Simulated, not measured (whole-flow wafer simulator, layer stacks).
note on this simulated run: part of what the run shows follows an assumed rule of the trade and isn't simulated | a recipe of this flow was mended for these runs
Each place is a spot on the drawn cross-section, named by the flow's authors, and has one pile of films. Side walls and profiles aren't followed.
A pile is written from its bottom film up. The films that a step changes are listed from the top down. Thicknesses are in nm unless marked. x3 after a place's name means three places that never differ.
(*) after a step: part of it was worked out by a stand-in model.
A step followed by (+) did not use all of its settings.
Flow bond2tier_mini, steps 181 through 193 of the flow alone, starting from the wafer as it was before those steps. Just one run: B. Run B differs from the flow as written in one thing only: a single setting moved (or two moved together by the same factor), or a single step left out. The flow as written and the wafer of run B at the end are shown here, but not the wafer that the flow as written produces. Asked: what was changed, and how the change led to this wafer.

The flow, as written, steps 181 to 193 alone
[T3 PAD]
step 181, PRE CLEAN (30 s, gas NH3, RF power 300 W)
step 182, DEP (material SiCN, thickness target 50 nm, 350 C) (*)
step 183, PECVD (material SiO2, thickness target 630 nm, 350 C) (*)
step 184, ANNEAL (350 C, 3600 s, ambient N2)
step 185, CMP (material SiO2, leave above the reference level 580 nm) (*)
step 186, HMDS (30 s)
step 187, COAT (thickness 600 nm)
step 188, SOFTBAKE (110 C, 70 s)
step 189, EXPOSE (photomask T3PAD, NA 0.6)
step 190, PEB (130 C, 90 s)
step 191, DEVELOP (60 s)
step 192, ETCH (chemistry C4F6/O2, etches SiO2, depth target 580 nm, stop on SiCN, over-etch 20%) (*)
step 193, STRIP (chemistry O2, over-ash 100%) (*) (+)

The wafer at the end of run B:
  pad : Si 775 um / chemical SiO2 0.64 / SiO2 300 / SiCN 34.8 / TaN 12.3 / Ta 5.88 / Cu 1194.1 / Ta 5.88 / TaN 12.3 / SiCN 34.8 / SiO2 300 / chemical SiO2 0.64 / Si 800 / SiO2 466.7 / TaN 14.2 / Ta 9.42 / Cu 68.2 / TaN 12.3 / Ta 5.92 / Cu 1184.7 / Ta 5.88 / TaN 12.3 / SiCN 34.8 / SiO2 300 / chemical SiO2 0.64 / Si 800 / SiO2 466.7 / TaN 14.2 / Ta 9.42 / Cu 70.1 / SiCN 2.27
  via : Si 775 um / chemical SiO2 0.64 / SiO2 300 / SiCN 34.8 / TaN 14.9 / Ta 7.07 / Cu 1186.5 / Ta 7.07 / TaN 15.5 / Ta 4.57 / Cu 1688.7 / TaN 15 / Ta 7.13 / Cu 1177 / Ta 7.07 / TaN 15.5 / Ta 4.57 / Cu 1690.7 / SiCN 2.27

What caused this: step 192, ETCH: depth target 719.2 nm was run, though the flow has depth target 580 nm.

The path from the change to this, step by step:
  step 192, ETCH (chemistry C4F6/O2, etches SiO2, depth target 580 nm, stop on SiCN, over-etch 20%) (*)
      pad, via: -580 SiO2 (all of it), -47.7 SiCN (as written it would have been: -580 SiO2 (all of it), -19.6 SiCN)
      field: -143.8 thick-KrF-resist (as written it would have been: -116 thick-KrF-resist)
  step 193, STRIP (chemistry O2, over-ash 100%) (*) (+)
      field: -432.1 thick-KrF-resist (all of it) (as written it would have been: -459.9 thick-KrF-resist (all of it))
